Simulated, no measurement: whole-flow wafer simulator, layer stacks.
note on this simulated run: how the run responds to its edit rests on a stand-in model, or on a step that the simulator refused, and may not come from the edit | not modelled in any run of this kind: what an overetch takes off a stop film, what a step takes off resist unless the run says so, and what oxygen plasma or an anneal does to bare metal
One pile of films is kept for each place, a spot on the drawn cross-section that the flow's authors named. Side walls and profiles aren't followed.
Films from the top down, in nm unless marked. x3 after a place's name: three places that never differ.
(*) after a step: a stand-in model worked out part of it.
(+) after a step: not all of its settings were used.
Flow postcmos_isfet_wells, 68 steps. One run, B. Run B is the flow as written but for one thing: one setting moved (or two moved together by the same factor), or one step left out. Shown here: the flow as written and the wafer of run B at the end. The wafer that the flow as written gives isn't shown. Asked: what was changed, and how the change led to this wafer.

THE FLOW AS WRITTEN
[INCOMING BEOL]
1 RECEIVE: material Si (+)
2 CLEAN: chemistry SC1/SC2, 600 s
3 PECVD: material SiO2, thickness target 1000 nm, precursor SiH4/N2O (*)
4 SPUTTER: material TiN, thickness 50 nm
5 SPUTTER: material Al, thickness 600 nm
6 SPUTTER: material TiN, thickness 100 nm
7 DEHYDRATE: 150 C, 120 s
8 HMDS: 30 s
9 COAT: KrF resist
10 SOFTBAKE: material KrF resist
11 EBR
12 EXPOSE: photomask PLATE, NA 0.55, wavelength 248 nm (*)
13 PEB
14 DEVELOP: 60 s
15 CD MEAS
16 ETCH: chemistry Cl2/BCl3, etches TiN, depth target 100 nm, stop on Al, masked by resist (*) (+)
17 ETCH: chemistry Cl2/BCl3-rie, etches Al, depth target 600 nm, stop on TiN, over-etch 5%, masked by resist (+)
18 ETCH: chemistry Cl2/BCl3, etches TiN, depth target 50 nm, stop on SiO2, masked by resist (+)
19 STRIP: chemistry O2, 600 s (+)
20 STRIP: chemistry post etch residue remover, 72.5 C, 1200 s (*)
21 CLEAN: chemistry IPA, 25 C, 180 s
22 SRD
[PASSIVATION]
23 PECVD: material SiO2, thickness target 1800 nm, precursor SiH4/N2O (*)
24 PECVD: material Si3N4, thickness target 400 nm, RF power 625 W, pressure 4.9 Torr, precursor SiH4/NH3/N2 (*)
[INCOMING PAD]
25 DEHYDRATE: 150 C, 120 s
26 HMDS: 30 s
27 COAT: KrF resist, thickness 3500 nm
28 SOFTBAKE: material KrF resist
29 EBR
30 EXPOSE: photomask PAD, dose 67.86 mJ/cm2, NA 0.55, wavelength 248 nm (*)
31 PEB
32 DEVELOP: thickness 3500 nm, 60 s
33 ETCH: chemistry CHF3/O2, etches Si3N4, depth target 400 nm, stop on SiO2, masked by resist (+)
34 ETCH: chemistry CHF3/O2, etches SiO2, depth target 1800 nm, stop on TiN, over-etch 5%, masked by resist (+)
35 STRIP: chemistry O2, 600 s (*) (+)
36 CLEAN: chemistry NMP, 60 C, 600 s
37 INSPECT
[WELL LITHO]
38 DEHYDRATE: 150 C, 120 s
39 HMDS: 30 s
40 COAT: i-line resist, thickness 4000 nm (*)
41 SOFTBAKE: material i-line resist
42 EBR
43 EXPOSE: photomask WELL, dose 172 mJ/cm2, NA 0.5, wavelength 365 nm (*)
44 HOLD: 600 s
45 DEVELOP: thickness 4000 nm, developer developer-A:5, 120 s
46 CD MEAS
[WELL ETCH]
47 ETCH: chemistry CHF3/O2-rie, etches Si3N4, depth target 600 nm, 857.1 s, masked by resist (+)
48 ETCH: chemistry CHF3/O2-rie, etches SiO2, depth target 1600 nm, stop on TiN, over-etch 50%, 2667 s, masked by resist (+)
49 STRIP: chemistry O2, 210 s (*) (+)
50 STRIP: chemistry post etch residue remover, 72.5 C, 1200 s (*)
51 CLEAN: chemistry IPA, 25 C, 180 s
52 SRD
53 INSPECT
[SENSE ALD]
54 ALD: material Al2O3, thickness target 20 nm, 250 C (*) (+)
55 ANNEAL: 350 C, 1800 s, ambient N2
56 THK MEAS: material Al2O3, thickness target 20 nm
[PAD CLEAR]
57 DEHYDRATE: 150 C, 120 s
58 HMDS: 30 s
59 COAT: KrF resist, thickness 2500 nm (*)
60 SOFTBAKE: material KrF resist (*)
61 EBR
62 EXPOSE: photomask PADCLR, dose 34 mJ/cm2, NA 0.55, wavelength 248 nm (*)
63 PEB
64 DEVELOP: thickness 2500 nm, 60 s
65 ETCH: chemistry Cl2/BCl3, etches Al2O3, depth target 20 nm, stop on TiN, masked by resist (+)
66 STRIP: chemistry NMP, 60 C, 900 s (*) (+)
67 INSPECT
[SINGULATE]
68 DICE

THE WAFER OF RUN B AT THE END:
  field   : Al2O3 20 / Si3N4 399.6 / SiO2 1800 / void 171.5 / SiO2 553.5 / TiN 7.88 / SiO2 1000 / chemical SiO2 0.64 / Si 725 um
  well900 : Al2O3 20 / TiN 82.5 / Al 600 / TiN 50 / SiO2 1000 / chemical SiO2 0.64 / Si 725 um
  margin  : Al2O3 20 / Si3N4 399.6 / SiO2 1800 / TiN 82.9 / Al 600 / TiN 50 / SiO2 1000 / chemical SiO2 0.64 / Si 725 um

The cause: step 6, SPUTTER: thickness 83.3 nm was run, where the flow has thickness 100 nm; step 18, ETCH: depth target 41.7 nm was run, where the flow has depth target 50 nm.

How the change led to this, step by step:
  6 SPUTTER: material TiN, thickness 100 nm
      field, margin, well900 and 6 more: TiN +83.3 (new film) (as written it would be: TiN +100 (new film))
  16 ETCH: chemistry Cl2/BCl3, etches TiN, depth target 100 nm, stop on Al, masked by resist (*) (+)
      field: TiN -83.3 (all of it) (as written it would be: TiN -100 (all of it))
  18 ETCH: chemistry Cl2/BCl3, etches TiN, depth target 50 nm, stop on SiO2, masked by resist (+)
      field: TiN -41.7 (as written it would be: TiN -50 (all of it))
      margin, well900, well1300, well2000, well3000, pad_rim, pad_clr, pad_open: KrF resist -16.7 (as written it would be: KrF resist -20)
  23 PECVD: material SiO2, thickness target 1800 nm, precursor SiH4/N2O (*)
      field: SiO2 +1800 (new film), void +171.5 (new film), SiO2 +553.5 (new film) (as written it would be: SiO2 +1800 (new film), void +189.9 (new film), SiO2 +559.7)
Counting metal films that touch as one body, field has 1 body; the flow as written gives 0 bodies.
